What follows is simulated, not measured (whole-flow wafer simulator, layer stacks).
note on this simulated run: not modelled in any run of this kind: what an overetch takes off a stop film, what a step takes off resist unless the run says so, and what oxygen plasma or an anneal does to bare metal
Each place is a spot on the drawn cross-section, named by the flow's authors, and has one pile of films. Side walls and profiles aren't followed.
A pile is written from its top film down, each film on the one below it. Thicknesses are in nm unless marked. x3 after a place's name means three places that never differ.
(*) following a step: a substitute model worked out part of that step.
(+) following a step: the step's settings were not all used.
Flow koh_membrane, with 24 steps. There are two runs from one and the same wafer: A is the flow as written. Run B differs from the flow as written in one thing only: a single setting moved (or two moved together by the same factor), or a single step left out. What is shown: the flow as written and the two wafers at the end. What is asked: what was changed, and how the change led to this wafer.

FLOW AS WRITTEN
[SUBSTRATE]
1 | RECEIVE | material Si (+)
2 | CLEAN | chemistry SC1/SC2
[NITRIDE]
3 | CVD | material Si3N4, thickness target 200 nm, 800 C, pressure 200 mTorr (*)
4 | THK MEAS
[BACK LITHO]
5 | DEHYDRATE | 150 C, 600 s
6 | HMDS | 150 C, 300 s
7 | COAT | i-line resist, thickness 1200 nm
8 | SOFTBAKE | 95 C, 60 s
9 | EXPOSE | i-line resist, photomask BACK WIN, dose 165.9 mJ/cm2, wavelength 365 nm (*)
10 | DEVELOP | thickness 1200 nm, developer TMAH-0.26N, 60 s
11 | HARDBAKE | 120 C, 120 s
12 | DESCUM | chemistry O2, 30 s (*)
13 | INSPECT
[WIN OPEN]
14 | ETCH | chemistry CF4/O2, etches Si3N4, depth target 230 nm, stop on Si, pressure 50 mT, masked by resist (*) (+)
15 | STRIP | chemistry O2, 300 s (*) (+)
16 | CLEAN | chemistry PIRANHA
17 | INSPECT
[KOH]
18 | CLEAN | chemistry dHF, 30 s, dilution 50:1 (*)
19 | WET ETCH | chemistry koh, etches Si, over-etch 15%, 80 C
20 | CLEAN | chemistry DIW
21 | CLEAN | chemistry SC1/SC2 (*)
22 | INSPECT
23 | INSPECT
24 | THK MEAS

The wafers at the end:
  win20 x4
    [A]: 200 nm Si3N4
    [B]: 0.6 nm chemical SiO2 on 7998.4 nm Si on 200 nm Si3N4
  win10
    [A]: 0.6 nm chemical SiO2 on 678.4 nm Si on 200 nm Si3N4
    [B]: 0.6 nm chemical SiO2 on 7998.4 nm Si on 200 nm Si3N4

The reason: step 19, WET ETCH: chemistry koh, etches Si, over-etch 15%, 80 C, was not run.

Step by step, how the change led to this:
  21 | CLEAN | chemistry SC1/SC2 (*)
      win20 x4: A nothing | B +0.6 chemical SiO2 (new film), -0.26 Si
